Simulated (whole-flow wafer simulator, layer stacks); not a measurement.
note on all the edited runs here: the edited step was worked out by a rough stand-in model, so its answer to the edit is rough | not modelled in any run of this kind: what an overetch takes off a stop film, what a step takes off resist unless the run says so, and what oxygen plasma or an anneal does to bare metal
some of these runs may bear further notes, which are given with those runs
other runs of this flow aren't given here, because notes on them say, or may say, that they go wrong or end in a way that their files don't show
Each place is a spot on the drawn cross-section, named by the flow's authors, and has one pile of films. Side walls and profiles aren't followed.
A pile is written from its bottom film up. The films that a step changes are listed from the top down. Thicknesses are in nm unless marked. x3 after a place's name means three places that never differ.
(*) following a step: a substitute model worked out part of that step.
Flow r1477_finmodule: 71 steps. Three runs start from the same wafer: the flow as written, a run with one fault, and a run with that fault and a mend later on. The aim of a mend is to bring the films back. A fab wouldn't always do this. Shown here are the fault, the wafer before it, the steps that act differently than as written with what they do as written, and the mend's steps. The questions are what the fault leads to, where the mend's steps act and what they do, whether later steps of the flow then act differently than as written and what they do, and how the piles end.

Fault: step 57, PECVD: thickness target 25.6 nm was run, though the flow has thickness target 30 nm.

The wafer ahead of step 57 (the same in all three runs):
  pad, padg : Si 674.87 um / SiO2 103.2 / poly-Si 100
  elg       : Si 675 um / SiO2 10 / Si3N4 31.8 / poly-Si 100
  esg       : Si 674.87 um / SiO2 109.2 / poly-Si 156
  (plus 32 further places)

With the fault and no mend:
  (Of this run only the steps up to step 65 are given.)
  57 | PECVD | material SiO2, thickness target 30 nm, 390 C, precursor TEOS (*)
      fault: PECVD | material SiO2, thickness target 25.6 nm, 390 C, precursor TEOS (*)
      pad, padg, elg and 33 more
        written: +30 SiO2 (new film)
        fault: +25.6 SiO2 (new film)
  None of the later steps of the flow up to step 65 acts differently than as written at any place that is followed.
  Once step 65 is done, the piles at pad, padg, elg and 33 more depart from the flow's by more than 2% or 0.5 nm, whichever is larger.
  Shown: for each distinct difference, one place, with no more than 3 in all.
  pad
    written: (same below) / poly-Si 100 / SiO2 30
    fault: (same below) / poly-Si 100 / SiO2 25.6
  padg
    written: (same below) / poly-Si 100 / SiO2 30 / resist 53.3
    fault: (same below) / poly-Si 100 / SiO2 25.6 / resist 53.3
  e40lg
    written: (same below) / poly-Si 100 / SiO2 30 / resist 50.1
    fault: (same below) / poly-Si 100 / SiO2 25.6 / resist 50.1

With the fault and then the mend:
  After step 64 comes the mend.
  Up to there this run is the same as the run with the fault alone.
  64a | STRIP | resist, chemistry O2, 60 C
      padg, elg, esg
        -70 resist (all of it)
      e40lg, e100lg, e200lg
        -66.9 resist (all of it)
      s40sg, s45sg
        -91 resist (all of it)
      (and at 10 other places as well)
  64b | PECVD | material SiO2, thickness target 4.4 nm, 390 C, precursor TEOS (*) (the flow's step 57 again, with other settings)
      pad, padg, elg and 33 more
        +4.4 SiO2
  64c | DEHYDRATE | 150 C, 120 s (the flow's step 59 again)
      leaves every film unchanged at each place that is followed
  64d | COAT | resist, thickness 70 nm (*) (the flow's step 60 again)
      e40lg, e100lg, e200lg, elo, e40lo, e100lo, e200lo
        +66.9 resist (new film)
      pad, padg, elg, esg
        +70 resist (new film)
      s40sg, s45sg, s40so, s45so
        +91 resist (new film)
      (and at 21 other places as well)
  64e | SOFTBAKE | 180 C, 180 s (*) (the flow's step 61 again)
      leaves every film unchanged at each place that is followed
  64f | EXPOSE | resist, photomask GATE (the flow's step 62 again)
      leaves every film unchanged at each place that is followed
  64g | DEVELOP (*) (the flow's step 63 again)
      elo, e40lo, e100lo, e200lo
        -66.9 resist (all of it)
      eso, e40so
        -129.5 resist (all of it)
      s40so, s45so
        -91 resist (all of it)
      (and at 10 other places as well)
  None of the later steps of the flow acts differently than as written at any place that is followed.
  The piles end the same as the flow's at every place that both follow.
